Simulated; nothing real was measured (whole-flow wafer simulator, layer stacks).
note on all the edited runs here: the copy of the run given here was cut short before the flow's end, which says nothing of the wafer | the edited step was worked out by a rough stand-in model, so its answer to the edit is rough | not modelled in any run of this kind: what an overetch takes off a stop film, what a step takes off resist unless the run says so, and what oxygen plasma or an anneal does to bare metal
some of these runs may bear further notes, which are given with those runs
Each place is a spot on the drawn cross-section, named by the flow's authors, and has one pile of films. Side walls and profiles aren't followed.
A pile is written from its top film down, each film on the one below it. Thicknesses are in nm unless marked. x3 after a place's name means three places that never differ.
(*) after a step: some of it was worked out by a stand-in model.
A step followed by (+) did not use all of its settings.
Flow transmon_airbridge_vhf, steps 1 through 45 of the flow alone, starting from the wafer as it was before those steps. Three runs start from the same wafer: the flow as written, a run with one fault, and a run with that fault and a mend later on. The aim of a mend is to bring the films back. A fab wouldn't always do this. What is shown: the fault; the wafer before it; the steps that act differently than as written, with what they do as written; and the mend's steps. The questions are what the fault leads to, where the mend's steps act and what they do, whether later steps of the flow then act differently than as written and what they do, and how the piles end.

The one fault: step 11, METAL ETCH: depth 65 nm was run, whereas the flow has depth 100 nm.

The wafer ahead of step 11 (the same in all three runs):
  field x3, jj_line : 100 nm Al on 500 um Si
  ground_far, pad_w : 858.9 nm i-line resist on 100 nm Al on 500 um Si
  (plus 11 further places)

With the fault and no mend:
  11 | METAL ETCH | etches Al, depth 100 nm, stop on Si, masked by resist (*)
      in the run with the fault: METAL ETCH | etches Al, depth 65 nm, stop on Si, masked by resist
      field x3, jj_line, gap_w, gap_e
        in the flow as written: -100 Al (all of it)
        in the run with the fault: -65 Al
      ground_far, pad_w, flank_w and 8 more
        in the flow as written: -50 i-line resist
        in the run with the fault: -32.5 i-line resist
  Steps later in the flow that act otherwise than as written (14 other steps are not shown; they differ only slightly, by no more than 2% or 0.5 nm, whichever is larger):
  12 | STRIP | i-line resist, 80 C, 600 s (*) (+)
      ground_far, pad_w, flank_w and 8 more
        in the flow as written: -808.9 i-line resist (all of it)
        in the run with the fault: -826.4 i-line resist (all of it)
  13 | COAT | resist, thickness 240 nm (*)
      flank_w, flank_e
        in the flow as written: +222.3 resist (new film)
        in the run with the fault: +228 resist (new film)
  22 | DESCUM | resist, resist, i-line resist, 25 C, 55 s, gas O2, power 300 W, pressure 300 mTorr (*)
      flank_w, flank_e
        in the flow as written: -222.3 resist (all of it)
        in the run with the fault: -228 resist (all of it)
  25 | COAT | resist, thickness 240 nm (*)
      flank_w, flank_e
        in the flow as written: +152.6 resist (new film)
        in the run with the fault: +156.3 resist (new film)
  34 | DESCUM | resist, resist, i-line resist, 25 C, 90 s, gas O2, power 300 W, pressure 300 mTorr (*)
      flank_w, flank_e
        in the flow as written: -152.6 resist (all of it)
        in the run with the fault: -156.3 resist (all of it)
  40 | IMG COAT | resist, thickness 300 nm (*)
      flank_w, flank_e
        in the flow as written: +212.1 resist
        in the run with the fault: +217.6 resist
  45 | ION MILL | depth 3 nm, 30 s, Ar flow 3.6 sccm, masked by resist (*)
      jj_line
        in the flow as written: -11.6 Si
        in the run with the fault: -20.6 Al
  By the end, the piles at field x3, jj_line, gap_w, gap_e depart from the flow's by more than 2% or 0.5 nm, whichever is larger.
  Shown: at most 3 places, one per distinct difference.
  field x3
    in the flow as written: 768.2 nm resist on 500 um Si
    in the run with the fault: 768.2 nm resist on 35 nm Al on 500 um Si
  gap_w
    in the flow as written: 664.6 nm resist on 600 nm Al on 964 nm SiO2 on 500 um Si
    in the run with the fault: 654.9 nm resist on 600 nm Al on 964 nm SiO2 on 35 nm Al on 500 um Si
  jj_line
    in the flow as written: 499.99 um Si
    in the run with the fault: 14.4 nm Al on 500 um Si

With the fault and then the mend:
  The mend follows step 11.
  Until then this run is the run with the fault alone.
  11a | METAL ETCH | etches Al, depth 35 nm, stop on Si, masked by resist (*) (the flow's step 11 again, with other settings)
      ground_far, pad_w, flank_w and 8 more
        -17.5 i-line resist
      field x3, jj_line, gap_w, gap_e
        -35 Al (all of it)
  Later steps of the flow that are run all act as written at every place that is followed.
  At every place that both follow, the piles at the end match the flow's.
